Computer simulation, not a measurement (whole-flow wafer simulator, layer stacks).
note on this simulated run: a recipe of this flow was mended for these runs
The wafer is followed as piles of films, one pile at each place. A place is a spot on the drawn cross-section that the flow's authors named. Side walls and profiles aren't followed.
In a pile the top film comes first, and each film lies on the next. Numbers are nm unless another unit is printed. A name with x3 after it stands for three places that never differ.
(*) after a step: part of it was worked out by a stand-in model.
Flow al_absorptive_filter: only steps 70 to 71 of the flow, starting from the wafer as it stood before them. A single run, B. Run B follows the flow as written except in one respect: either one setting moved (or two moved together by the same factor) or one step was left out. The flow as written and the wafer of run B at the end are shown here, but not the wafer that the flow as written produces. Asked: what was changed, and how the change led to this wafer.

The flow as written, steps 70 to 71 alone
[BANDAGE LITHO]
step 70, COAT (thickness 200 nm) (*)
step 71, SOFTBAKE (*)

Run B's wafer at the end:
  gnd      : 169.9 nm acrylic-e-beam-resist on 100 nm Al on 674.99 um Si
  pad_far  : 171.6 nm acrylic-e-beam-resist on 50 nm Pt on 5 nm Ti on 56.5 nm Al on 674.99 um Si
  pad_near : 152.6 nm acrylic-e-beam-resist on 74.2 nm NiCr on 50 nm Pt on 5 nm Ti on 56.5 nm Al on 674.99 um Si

What caused this: step 70, COAT: thickness 169 nm was run, while the flow as written has thickness 200 nm.

Step by step, how the change led to this:
  step 70, COAT (thickness 200 nm) (*)
      xa_field, xl_land, idc_field: acrylic-e-beam-resist gains 169 (new film) (as written it would have been: acrylic-e-beam-resist gains 200 (new film))
      gnd: acrylic-e-beam-resist gains 169.9 (new film) (as written it would have been: acrylic-e-beam-resist gains 200.9 (new film))
      (as well as at 10 more places)
